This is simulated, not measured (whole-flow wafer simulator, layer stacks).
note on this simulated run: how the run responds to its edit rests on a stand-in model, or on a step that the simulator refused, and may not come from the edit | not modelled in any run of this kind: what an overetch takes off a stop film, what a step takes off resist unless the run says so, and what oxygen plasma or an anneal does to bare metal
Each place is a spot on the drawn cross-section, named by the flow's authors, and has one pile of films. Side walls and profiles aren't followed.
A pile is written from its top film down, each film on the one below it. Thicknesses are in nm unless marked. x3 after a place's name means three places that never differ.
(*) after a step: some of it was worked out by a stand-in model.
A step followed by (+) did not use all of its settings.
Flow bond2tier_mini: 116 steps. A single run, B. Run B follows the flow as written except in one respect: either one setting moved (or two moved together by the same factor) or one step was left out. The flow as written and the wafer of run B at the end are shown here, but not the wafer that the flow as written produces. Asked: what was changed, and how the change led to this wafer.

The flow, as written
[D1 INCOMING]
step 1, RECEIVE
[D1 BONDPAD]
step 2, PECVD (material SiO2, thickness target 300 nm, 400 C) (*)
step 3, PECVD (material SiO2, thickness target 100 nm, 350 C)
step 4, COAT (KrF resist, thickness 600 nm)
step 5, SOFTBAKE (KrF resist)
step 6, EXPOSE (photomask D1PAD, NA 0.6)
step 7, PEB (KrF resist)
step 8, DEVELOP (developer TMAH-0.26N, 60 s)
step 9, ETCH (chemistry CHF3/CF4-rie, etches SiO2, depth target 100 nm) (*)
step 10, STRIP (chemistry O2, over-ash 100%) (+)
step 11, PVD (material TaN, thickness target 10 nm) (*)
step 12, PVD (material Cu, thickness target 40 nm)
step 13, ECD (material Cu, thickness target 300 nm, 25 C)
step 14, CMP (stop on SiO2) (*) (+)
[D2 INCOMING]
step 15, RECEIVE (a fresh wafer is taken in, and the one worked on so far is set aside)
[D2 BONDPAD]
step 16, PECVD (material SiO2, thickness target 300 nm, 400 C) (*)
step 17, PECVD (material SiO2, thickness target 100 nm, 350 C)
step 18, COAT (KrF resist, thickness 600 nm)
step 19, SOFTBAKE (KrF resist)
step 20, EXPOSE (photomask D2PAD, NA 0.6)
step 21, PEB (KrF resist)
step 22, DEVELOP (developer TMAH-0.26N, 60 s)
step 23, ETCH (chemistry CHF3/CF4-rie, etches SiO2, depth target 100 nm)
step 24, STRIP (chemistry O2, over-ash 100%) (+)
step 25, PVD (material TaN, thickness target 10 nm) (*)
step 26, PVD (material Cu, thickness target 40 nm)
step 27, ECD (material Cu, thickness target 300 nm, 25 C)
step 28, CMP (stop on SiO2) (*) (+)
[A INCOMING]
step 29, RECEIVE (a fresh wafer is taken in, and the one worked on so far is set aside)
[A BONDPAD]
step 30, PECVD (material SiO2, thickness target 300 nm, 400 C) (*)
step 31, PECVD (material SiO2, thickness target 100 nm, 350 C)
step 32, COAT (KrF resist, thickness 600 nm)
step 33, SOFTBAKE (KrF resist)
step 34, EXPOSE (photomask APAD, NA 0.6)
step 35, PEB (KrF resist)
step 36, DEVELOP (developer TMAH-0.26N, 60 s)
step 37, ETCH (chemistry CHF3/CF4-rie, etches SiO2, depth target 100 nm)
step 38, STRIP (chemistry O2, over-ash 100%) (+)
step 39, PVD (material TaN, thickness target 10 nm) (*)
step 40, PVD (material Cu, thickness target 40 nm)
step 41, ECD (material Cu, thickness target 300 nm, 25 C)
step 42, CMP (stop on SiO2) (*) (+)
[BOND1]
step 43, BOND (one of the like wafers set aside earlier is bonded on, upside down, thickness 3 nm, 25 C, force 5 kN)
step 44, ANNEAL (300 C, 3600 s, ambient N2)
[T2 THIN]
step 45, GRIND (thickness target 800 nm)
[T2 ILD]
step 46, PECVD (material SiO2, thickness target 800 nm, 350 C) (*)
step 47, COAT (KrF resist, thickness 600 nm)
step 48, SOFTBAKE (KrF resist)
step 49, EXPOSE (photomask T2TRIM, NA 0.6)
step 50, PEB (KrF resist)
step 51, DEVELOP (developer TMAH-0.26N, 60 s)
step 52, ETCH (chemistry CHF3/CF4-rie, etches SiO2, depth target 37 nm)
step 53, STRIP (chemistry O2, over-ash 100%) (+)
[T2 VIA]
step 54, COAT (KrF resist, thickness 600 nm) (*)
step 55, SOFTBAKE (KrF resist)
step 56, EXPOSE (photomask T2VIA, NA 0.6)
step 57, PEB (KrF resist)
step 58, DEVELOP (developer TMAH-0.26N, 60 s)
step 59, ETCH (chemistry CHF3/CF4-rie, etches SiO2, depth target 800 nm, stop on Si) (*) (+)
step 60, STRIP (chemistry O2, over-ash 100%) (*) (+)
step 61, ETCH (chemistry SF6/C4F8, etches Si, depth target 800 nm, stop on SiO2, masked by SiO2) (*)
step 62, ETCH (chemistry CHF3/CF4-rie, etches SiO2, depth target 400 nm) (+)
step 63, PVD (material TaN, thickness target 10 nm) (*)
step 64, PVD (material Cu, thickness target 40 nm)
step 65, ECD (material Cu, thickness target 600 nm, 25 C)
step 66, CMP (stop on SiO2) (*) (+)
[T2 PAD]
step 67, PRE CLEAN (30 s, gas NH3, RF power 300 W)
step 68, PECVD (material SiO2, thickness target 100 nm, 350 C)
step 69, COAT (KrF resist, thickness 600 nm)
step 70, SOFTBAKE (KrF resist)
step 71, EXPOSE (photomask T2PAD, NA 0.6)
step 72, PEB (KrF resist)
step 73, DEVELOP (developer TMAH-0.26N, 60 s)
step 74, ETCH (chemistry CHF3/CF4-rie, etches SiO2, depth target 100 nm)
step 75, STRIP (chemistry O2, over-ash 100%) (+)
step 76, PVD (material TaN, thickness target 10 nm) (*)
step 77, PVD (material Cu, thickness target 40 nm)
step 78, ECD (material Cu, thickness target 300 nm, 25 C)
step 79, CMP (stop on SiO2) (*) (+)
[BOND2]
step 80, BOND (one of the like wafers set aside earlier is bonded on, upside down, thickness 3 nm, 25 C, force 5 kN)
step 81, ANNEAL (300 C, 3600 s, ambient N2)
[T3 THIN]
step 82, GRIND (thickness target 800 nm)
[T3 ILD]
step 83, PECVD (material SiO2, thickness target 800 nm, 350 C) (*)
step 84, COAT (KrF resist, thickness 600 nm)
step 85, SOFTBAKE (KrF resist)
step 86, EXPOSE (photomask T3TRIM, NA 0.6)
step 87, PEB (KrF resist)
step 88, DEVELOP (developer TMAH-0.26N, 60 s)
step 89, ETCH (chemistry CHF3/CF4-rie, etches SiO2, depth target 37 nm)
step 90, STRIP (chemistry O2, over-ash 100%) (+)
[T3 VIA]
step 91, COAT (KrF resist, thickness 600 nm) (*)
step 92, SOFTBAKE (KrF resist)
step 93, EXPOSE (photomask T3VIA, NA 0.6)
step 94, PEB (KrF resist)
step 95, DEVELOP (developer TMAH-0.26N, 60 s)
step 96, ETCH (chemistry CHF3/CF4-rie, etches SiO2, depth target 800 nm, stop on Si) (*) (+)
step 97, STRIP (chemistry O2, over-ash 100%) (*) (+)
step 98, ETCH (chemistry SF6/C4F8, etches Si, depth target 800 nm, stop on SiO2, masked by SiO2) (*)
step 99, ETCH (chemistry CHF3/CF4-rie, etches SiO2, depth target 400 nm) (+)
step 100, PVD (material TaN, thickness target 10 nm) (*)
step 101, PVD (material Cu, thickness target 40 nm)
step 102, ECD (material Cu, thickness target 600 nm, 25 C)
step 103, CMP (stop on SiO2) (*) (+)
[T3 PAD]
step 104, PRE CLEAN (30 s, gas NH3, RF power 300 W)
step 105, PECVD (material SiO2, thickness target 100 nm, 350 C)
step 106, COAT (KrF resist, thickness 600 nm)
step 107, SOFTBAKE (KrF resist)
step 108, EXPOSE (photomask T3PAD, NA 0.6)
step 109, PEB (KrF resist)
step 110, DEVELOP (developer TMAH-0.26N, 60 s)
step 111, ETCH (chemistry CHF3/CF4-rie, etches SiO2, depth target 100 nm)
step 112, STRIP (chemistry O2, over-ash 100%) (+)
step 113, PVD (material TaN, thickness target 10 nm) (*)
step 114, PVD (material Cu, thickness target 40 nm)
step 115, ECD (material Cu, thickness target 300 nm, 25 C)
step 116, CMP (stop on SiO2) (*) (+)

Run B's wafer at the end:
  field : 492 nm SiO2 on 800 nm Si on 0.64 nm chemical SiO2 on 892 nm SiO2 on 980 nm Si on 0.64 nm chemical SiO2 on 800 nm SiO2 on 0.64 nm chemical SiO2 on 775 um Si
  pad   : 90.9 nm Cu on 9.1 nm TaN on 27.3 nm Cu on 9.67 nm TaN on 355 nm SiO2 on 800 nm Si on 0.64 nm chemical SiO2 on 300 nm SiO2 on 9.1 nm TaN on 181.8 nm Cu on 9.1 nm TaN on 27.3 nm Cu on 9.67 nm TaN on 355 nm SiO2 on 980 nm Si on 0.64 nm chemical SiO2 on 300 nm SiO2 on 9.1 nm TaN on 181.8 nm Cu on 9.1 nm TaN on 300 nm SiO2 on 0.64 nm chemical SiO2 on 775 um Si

Cause: step 45, GRIND: thickness target 980 nm was run, while the flow as written has thickness target 800 nm.
One can read it off the wafer: field has Si 980, and step 45 as written asks for 800 nm.

How this came from the change, step by step:
  step 45, GRIND (thickness target 800 nm)
      field, pad, via: -774.02 um Si (in the flow as written it would be: -774.2 um Si)
